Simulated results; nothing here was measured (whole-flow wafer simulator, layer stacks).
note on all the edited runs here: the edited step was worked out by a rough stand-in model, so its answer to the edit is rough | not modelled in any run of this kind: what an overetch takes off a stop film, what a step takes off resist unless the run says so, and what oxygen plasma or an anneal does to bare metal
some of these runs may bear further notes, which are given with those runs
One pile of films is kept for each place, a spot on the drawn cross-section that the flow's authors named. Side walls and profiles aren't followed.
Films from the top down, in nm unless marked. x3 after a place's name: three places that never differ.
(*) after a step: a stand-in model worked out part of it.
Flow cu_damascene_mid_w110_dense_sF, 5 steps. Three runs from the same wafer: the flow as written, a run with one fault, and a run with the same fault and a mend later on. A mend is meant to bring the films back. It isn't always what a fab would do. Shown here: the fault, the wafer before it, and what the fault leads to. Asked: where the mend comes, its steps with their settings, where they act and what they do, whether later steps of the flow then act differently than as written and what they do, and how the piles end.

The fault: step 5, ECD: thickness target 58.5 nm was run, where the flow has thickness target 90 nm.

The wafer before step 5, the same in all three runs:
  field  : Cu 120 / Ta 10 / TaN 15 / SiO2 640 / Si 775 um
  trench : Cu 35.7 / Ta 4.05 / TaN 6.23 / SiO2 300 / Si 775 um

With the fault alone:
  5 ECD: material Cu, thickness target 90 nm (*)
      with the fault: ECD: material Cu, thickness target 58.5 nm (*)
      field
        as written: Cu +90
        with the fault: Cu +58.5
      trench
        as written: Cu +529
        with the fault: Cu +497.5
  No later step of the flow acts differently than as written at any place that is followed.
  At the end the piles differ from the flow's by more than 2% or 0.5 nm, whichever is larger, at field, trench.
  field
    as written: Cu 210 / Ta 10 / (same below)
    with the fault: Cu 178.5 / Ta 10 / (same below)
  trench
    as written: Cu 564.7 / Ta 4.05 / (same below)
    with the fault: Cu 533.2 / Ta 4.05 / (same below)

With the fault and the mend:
  The mend comes after step 5.
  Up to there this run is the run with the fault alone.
  5a ECD: material Cu, thickness target 31.5 nm (the flow's step 5 once more, with other settings)
      field, trench
        Cu +31.5
  No later step of the flow acts differently than as written at any place that is followed.
  At the end the piles are the same as the flow's at every place that both follow.
